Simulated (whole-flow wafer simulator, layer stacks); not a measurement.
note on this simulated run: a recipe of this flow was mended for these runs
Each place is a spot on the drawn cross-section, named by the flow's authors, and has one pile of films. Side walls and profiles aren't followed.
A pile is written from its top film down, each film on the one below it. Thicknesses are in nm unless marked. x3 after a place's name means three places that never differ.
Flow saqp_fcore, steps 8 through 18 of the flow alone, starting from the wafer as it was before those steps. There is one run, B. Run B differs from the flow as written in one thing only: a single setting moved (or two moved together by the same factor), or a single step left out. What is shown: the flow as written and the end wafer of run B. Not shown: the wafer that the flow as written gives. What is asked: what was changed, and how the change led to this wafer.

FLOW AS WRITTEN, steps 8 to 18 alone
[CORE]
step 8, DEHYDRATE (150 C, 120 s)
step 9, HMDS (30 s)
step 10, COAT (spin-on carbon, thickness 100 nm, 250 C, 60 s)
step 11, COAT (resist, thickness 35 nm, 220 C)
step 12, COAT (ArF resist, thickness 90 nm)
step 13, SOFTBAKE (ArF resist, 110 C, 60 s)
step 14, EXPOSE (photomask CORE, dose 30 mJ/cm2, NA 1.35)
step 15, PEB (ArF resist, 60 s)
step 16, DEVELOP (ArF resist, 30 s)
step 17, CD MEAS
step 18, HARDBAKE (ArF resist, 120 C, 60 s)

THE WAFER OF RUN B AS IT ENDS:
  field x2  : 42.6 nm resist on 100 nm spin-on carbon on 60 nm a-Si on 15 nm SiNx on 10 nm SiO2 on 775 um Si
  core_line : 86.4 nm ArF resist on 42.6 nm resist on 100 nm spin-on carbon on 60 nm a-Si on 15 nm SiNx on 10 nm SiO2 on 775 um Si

What caused this: step 11, COAT: thickness 42.6 nm was run, whereas the flow has thickness 35 nm.
The wafer lets one read it off: field x2 has resist 42.6, and step 11 as written asks for 35 nm.

How this came from the change, step by step:
  step 11, COAT (resist, thickness 35 nm, 220 C)
      field x2, core_line: resist gains 42.6 (new film) (it would be, as written: resist gains 35 (new film))
